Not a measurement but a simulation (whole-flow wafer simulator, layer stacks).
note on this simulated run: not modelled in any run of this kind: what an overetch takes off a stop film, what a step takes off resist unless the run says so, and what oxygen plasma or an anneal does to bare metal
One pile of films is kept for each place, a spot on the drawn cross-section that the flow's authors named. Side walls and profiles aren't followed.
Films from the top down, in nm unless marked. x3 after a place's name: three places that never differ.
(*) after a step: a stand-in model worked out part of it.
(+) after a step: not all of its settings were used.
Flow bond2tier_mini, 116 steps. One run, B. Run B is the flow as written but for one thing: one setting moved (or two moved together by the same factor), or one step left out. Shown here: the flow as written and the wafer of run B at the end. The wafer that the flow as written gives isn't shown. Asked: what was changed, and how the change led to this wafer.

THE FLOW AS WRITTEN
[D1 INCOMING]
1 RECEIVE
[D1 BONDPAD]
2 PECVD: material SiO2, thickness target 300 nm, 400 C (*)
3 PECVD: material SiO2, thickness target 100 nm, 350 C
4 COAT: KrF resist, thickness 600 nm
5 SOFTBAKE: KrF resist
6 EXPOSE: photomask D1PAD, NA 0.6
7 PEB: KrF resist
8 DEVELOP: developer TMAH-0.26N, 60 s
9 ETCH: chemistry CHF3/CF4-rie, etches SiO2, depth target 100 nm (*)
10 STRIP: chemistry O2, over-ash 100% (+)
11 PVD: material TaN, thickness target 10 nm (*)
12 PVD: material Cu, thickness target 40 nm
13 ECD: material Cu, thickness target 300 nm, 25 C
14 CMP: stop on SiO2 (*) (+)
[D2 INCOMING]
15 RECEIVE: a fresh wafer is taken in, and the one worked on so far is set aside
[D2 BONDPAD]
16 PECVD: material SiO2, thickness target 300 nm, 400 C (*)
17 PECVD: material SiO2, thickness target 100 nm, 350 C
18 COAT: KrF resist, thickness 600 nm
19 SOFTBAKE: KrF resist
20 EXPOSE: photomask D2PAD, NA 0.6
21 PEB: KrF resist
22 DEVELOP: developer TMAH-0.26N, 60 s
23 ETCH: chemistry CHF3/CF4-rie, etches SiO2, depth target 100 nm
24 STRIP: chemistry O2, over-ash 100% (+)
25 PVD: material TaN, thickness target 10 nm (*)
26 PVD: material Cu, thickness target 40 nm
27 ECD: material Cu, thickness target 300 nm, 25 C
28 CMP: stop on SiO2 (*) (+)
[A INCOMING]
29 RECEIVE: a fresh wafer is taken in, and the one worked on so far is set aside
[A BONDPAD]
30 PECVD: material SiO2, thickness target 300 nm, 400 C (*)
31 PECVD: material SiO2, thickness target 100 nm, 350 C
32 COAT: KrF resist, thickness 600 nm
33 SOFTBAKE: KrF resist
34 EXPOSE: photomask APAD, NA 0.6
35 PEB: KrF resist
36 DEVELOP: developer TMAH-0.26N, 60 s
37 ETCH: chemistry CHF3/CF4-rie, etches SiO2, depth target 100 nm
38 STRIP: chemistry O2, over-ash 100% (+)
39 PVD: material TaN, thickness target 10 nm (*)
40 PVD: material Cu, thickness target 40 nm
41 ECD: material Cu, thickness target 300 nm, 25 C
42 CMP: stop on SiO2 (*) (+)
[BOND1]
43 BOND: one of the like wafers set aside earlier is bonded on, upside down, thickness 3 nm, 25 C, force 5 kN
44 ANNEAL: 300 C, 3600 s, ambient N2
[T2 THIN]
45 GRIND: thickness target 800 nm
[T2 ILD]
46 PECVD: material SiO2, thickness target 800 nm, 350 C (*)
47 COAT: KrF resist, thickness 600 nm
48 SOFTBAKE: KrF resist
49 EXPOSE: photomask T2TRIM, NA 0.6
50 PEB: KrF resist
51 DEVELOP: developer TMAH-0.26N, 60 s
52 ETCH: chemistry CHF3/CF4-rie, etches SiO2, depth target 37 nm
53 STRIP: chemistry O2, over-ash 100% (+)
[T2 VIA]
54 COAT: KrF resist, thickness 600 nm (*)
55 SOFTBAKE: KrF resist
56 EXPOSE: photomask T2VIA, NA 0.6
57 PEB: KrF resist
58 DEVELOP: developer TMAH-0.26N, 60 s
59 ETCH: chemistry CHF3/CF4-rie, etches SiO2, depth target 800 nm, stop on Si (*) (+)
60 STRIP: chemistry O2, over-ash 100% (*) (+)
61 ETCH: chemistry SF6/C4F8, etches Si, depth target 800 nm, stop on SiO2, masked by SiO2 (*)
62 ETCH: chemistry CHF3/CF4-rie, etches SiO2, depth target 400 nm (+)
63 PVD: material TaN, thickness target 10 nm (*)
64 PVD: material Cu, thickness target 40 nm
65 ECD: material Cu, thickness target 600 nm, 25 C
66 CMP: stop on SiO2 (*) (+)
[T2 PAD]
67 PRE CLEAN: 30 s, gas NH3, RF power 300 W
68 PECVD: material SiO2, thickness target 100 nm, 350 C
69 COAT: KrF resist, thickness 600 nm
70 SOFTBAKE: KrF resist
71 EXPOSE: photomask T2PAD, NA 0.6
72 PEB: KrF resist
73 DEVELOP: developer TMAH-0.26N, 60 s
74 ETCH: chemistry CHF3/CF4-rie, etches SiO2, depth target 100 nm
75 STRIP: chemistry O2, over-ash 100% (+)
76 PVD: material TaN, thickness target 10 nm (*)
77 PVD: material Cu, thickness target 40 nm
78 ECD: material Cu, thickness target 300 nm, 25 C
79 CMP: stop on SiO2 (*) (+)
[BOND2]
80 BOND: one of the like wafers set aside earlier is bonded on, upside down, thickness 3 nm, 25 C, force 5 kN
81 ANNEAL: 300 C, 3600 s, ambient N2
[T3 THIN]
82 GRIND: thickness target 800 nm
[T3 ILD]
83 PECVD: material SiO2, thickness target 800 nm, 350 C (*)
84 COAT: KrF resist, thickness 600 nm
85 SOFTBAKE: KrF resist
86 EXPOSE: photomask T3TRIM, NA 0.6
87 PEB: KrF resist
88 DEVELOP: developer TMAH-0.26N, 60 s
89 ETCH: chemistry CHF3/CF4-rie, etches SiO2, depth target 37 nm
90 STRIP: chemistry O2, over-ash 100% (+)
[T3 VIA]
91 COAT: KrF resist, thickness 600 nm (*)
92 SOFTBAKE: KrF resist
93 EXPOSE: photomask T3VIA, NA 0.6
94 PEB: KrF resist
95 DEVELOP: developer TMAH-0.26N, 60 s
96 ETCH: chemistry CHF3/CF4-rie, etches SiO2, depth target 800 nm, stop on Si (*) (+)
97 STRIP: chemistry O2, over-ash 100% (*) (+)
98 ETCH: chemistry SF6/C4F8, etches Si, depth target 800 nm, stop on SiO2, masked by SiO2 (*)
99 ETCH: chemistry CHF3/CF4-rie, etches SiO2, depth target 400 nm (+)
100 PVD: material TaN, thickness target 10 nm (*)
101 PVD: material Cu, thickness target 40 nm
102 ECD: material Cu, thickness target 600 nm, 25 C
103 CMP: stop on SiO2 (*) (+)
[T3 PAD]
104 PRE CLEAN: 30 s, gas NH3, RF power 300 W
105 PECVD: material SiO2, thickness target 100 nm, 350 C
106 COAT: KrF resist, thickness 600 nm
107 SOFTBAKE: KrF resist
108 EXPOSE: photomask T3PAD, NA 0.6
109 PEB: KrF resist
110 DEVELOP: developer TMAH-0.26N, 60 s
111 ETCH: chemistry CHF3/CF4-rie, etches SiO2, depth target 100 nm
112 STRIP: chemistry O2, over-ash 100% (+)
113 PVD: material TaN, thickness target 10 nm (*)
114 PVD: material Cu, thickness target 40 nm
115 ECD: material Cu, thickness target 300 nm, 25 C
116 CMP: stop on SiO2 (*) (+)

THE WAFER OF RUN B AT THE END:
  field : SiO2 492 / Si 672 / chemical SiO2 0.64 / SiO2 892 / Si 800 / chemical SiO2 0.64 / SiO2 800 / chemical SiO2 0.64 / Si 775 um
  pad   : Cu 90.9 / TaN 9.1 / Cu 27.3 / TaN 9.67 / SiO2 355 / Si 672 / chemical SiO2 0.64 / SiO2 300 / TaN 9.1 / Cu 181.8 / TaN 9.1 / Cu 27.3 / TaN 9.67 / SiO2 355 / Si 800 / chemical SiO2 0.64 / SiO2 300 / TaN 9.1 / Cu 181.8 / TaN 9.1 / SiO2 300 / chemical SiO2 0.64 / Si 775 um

The cause: step 82, GRIND: thickness target 672 nm was run, where the flow has thickness target 800 nm.
It can be read off the wafer: field has Si 672, and step 82 as written asks for 800 nm.

How the change led to this, step by step:
  82 GRIND: thickness target 800 nm
      field, pad: Si -774.33 um (as written it would be: Si -774.2 um)
